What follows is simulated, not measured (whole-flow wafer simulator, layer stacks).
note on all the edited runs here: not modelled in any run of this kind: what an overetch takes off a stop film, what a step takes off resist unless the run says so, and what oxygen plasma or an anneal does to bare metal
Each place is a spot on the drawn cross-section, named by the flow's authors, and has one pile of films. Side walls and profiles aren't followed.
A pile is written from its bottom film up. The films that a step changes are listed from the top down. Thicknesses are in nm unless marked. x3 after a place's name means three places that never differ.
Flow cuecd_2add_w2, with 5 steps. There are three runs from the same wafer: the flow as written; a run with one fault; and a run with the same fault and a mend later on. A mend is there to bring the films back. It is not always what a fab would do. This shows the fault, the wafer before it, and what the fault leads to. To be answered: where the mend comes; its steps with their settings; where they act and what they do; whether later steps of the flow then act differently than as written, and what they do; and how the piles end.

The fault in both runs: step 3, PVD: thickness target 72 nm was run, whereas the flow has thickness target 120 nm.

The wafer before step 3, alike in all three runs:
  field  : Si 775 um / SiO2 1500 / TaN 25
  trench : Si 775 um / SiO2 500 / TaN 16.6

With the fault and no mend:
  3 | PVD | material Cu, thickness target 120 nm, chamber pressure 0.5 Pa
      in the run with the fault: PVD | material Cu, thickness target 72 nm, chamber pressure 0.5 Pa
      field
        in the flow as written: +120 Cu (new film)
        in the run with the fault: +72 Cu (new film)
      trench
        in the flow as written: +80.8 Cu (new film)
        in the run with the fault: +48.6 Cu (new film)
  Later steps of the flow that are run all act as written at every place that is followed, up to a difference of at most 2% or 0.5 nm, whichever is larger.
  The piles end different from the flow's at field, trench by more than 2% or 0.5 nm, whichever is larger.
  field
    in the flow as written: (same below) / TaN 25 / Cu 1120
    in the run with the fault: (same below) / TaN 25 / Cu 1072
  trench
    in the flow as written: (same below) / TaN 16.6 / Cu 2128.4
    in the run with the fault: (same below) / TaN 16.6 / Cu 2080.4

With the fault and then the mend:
  After step 3 comes the mend.
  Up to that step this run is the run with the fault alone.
  3a | PVD | material Cu, thickness target 48 nm, chamber pressure 0.5 Pa (a further turn of the flow's step 3, with different settings)
      field
        +48 Cu
      trench
        +31.8 Cu
  Later steps of the flow that are run all act as written at every place that is followed, up to a difference of at most 2% or 0.5 nm, whichever is larger.
  The piles end the same as the flow's at every place that both follow.
